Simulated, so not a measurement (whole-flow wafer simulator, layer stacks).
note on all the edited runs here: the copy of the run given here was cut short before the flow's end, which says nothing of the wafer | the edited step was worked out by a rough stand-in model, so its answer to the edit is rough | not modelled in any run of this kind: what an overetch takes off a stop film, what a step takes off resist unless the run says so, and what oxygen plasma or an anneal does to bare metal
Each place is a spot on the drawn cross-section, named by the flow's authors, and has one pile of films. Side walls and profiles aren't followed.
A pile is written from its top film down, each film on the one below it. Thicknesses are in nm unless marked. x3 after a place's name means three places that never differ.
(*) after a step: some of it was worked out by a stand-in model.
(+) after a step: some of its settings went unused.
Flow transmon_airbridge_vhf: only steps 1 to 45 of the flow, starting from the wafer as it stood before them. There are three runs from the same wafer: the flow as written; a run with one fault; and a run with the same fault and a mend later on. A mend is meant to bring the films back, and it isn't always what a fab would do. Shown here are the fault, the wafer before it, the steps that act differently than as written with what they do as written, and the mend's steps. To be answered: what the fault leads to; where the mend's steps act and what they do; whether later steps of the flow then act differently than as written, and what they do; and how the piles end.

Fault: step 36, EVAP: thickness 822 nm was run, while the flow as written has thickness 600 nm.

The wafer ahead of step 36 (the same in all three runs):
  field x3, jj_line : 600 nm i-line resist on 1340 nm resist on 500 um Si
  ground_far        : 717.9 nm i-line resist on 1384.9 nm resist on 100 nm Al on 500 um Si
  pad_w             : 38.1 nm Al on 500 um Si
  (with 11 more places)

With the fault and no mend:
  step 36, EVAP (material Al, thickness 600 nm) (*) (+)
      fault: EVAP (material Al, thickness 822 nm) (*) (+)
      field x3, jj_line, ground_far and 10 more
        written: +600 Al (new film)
        fault: +822 Al (new film)
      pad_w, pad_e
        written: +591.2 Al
        fault: +810 Al
  Steps later in the flow that act otherwise than as written:
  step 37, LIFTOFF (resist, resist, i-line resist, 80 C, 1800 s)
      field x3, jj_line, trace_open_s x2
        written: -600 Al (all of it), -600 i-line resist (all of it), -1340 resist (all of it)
        fault: -822 Al (all of it), -600 i-line resist (all of it), -1340 resist (all of it)
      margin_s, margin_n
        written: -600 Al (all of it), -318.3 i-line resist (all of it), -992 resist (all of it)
        fault: -822 Al (all of it), -318.3 i-line resist (all of it), -992 resist (all of it)
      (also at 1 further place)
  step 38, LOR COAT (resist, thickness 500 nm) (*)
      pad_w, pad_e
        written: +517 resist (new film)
        fault: +501.2 resist (new film)
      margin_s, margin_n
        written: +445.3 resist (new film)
        fault: +461.6 resist (new film)
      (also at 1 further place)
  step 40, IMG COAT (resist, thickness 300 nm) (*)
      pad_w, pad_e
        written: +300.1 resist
        fault: +291.3 resist
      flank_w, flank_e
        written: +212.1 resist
        fault: +204.9 resist
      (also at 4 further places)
  By the end, the piles at pad_w, flank_w, gap_w and 7 more depart from the flow's by more than 2% or 0.5 nm, whichever is larger.
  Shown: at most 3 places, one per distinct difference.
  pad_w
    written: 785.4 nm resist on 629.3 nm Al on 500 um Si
    fault: 760.7 nm resist on 848.1 nm Al on 500 um Si
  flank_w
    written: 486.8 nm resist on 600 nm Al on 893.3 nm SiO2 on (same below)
    fault: 474.2 nm resist on 822 nm Al on 893.3 nm SiO2 on (same below)
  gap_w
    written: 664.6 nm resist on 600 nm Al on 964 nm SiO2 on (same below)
    fault: 648.3 nm resist on 822 nm Al on 964 nm SiO2 on (same below)

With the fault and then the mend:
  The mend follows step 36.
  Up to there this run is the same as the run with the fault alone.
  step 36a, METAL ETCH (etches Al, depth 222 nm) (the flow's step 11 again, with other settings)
      field x3, jj_line, ground_far and 12 more
        -222 Al
  Every later step of the flow that is run acts as written, at every place that is followed, to within 2% or 0.5 nm, whichever is larger.
  When the end is reached, the piles differ only a little from the flow's at the places that both follow, at most by 2% or 0.5 nm, whichever is larger.
